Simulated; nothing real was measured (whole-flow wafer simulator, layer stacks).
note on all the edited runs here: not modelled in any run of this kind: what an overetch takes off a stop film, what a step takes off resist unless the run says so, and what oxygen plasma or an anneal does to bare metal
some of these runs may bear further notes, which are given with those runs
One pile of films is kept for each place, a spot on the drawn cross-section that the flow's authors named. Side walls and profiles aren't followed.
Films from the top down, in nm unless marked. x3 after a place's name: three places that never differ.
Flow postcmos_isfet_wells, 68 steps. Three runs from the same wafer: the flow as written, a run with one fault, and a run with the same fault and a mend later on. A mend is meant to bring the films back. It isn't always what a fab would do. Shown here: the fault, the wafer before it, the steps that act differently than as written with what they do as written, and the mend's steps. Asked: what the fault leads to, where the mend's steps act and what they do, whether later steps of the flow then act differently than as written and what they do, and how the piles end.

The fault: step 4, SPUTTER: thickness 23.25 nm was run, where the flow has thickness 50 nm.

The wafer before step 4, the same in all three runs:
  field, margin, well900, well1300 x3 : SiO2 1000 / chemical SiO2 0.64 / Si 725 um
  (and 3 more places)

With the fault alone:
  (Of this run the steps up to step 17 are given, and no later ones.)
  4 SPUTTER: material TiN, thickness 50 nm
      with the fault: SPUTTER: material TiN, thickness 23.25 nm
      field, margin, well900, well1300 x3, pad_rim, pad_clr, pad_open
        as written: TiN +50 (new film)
        with the fault: TiN +23.2 (new film)
  No later step of the flow up to step 17 acts differently than as written at any place that is followed.
  After step 17 the piles differ from the flow's by more than 2% or 0.5 nm, whichever is larger, at field, margin, well900, well1300 x3, pad_rim, pad_clr, pad_open.
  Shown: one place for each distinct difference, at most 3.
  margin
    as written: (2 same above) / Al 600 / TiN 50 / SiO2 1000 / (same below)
    with the fault: (2 same above) / Al 600 / TiN 23.2 / SiO2 1000 / (same below)
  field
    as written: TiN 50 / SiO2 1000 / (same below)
    with the fault: TiN 23.2 / SiO2 1000 / (same below)

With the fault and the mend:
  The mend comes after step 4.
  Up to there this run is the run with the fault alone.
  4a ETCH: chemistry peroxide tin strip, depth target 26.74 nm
      field, margin, well900, well1300 x3, pad_rim, pad_clr, pad_open
        TiN -23.2 (all of it)
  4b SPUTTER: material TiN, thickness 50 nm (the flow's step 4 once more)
      field, margin, well900, well1300 x3, pad_rim, pad_clr, pad_open
        TiN +50 (new film)
  No later step of the flow acts differently than as written at any place that is followed.
  At the end the piles are the same as the flow's at every place that both follow.
